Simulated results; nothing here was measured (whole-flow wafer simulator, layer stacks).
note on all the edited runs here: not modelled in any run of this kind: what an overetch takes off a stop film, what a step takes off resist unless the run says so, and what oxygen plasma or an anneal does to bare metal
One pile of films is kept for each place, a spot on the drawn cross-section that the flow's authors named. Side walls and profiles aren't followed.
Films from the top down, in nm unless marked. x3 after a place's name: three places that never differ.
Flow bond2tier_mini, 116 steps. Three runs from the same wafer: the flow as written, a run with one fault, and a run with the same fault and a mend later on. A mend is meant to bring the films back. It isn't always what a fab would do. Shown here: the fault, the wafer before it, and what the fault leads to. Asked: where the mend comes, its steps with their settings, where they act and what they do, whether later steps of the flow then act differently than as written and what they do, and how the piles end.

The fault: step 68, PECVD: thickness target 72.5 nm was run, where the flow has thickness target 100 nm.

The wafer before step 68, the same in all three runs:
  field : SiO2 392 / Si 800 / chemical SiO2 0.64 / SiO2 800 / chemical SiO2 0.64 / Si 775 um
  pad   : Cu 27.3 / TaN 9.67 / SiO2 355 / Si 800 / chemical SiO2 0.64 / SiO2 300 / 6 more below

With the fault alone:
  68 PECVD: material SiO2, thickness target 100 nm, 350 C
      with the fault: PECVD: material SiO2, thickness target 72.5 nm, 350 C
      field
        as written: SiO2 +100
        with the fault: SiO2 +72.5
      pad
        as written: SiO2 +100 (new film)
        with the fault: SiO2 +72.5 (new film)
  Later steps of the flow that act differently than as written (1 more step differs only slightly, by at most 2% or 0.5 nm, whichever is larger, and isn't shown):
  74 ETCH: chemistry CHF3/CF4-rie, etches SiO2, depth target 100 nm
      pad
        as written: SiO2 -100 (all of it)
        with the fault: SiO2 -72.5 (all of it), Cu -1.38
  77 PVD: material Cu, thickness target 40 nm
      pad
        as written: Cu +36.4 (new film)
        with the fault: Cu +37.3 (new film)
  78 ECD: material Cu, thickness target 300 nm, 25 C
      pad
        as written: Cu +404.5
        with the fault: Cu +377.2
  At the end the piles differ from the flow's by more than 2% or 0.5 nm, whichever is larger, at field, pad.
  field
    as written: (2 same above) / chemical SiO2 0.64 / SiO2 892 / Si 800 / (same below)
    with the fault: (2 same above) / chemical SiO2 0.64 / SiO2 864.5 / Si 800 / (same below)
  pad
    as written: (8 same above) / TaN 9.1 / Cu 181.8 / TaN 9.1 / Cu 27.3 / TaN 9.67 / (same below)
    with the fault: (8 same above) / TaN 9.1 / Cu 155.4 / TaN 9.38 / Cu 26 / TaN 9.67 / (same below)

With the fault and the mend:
  The mend comes after step 68.
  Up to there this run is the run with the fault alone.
  68a PECVD: material SiO2, thickness target 27.5 nm, 350 C (the flow's step 68 once more, with other settings)
      field, pad
        SiO2 +27.5
  No later step of the flow acts differently than as written at any place that is followed.
  At the end the piles are the same as the flow's at every place that both follow.
